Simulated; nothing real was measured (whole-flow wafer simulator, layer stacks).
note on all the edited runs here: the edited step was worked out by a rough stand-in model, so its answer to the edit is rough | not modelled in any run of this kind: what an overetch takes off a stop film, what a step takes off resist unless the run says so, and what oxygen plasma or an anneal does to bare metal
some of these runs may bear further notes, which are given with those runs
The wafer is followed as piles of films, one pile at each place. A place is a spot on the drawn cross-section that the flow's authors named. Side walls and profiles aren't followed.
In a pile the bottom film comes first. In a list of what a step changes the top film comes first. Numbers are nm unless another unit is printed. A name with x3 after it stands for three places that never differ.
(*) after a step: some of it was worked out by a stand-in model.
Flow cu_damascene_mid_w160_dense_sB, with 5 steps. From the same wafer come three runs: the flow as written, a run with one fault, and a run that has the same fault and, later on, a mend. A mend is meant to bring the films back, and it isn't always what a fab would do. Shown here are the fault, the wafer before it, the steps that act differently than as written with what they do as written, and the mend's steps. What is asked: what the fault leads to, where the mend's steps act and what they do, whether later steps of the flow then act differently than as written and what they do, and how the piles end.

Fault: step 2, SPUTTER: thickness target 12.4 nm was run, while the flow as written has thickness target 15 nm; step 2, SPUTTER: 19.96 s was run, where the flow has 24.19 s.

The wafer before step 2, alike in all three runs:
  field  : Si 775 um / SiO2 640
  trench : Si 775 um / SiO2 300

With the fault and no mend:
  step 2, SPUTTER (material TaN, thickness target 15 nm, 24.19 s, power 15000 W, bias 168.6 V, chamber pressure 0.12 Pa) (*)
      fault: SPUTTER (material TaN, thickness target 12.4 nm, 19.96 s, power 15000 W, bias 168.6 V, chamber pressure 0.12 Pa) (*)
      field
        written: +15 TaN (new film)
        fault: +12.4 TaN (new film)
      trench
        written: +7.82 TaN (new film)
        fault: +6.46 TaN (new film)
  Every later step of the flow that is run acts as written, at every place that is followed, to within 2% or 0.5 nm, whichever is larger.
  The piles end different from the flow's at field, trench by more than 2% or 0.5 nm, whichever is larger.
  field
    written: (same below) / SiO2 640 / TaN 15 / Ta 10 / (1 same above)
    fault: (same below) / SiO2 640 / TaN 12.4 / Ta 10 / (1 same above)
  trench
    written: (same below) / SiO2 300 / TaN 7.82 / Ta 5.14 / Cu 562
    fault: (same below) / SiO2 300 / TaN 6.46 / Ta 5.17 / Cu 560.8

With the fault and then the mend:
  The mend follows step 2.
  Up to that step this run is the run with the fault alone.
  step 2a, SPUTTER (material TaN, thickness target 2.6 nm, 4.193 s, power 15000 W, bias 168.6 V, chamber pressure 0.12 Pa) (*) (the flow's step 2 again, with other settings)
      field
        +2.6 TaN
      trench
        +1.31 TaN
  Every later step of the flow that is run acts as written, at every place that is followed, to within 2% or 0.5 nm, whichever is larger.
  At the end the piles are close to the flow's at the places that both follow, differing by at most 2% or 0.5 nm, whichever is larger.
